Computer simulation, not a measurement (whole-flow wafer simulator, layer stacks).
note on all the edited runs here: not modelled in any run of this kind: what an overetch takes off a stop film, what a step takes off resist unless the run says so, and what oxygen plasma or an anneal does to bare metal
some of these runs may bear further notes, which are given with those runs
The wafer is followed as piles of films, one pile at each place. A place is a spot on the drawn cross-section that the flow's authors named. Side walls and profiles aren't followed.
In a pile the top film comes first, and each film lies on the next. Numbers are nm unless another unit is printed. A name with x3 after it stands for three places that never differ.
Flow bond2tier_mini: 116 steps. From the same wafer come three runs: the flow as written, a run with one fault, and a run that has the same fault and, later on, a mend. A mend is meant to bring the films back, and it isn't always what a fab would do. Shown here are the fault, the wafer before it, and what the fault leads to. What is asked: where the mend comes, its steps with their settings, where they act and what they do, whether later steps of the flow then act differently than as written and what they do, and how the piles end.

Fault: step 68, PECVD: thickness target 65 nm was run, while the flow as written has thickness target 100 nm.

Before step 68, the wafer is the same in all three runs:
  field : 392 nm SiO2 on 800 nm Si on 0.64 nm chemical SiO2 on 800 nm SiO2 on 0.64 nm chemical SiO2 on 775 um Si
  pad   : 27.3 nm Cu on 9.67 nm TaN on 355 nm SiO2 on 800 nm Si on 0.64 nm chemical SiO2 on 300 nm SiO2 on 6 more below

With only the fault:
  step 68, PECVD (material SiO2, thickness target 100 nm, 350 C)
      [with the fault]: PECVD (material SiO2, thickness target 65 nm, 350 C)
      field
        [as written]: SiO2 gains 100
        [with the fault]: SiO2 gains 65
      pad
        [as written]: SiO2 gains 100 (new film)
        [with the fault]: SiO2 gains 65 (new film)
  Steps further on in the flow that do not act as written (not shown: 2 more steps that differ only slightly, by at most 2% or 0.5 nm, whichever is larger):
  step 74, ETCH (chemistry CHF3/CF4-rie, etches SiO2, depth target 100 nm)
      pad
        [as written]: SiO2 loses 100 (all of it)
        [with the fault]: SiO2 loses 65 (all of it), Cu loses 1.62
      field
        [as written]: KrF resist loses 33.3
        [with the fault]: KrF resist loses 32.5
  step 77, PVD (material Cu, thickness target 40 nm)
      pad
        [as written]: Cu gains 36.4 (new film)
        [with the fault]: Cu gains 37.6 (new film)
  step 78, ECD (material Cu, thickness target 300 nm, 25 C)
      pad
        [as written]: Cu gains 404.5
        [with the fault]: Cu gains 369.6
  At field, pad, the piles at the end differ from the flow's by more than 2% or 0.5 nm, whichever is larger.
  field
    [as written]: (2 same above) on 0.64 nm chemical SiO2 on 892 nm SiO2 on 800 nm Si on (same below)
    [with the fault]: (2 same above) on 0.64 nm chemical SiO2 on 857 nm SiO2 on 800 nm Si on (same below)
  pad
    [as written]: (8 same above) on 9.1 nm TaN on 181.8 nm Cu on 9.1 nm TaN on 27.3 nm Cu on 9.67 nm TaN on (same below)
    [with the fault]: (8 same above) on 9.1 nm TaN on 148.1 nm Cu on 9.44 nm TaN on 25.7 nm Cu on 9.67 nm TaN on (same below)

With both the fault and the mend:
  After step 68 comes the mend.
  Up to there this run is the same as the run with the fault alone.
  step 68a, PECVD (material SiO2, thickness target 35 nm, 350 C) (a further turn of the flow's step 68, with different settings)
      field, pad
        SiO2 gains 35
  Later steps of the flow that are run all act as written at every place that is followed.
  At every place that both follow, the piles at the end match the flow's.
